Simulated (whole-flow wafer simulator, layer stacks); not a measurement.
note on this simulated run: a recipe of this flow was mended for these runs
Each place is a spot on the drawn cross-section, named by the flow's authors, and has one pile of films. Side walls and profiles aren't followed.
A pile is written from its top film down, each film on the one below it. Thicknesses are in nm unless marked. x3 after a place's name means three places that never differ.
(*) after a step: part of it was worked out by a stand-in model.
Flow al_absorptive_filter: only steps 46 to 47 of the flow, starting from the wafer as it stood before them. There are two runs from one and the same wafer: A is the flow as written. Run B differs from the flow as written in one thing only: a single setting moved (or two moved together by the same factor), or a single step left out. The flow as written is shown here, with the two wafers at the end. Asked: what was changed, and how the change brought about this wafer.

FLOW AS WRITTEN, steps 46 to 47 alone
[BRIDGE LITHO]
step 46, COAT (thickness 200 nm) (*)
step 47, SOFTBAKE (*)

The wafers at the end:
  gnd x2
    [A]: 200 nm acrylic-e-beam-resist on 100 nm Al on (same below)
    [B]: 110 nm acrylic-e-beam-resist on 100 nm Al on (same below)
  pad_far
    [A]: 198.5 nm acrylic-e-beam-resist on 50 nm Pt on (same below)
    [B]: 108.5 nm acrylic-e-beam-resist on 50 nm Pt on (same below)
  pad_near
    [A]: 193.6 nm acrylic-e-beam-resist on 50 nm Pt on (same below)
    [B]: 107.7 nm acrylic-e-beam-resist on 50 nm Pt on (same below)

Cause: step 46, COAT: thickness 110 nm was run, whereas the flow has thickness 200 nm.
The wafer lets one read it off: gnd x2 has acrylic-e-beam-resist 110, and step 46 as written asks for 200 nm.

Step by step, how the change led to this:
  step 46, COAT (thickness 200 nm) (*)
      gnd x2, idc_field: A +200 acrylic-e-beam-resist (new film) | B +110 acrylic-e-beam-resist (new film)
      pad_far: A +198.5 acrylic-e-beam-resist (new film) | B +108.5 acrylic-e-beam-resist (new film)
      (also at 10 further places)
